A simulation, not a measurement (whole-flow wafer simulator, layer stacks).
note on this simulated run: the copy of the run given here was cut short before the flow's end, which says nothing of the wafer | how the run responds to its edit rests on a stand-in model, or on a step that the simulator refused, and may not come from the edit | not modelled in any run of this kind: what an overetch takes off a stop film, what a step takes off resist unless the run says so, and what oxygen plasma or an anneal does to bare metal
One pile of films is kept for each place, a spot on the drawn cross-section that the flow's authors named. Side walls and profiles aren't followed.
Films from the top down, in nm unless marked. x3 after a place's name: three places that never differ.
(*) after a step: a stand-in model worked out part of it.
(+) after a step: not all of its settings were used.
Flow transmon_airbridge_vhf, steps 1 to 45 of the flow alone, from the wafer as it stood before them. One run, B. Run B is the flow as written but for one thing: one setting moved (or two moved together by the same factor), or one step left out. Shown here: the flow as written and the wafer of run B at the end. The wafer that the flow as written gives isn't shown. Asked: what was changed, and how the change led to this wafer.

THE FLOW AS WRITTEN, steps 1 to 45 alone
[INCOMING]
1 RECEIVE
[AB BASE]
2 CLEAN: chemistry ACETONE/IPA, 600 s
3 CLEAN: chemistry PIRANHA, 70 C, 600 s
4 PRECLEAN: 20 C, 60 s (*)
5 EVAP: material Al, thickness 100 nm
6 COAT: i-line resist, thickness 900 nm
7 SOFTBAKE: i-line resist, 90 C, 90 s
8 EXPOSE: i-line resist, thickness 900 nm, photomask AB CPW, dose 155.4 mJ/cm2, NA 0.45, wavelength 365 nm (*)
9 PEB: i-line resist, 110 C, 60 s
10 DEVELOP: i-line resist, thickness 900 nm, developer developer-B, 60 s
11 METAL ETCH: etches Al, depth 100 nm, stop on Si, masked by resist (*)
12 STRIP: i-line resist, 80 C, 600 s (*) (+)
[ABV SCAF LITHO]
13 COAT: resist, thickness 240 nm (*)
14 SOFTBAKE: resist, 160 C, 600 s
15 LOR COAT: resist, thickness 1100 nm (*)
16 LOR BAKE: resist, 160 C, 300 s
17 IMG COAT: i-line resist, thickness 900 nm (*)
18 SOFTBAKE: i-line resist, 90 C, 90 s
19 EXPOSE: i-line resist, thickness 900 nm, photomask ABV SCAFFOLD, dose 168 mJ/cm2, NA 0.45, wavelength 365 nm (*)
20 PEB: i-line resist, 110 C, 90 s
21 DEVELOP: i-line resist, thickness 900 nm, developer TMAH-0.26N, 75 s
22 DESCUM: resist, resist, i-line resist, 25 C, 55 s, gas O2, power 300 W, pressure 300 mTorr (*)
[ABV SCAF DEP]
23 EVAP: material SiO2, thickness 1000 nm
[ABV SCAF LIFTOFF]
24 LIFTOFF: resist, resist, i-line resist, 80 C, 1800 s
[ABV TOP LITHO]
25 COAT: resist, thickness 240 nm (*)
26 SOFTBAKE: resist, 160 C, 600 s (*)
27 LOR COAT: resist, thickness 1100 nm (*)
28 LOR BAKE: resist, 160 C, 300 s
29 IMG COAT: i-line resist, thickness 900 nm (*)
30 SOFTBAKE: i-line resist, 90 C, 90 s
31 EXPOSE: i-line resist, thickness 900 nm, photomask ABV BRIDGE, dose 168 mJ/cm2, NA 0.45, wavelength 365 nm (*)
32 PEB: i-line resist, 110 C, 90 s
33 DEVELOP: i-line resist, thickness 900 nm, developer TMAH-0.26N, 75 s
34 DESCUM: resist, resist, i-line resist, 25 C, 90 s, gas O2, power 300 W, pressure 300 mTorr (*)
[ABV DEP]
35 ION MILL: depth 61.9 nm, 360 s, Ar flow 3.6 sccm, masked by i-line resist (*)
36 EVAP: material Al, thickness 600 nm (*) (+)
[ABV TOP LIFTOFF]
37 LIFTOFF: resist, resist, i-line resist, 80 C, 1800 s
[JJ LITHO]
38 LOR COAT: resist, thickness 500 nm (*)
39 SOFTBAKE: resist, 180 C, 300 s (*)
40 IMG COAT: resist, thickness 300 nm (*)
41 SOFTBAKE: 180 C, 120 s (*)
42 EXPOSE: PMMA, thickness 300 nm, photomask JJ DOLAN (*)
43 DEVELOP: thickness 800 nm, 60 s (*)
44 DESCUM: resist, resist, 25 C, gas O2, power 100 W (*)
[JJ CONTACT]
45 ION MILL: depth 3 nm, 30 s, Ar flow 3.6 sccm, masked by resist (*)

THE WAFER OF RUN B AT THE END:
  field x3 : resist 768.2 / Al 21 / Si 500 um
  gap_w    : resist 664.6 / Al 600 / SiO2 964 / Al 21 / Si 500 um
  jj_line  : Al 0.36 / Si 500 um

The cause: step 5, EVAP: thickness 121 nm was run, where the flow has thickness 100 nm.

How the change led to this, step by step:
  5 EVAP: material Al, thickness 100 nm
      field x3, jj_line, ground_far and 12 more: Al +121 (new film) (as written it would be: Al +100 (new film))
  11 METAL ETCH: etches Al, depth 100 nm, stop on Si, masked by resist (*)
      field x3, jj_line, gap_w, gap_e: Al -100 (as written it would be: Al -100 (all of it))
  45 ION MILL: depth 3 nm, 30 s, Ar flow 3.6 sccm, masked by resist (*)
      jj_line: Al -20.6 (as written it would be: Si -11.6)
Counting metal films that touch as one body, field x3 has 1 body; the flow as written gives 0 bodies.
Counting metal films that touch as one body, gap_w has 2 bodies (between them, from the top down: SiO2 964); the flow as written gives 1 body.
Counting metal films that touch as one body, jj_line has 1 body; the flow as written gives 0 bodies.
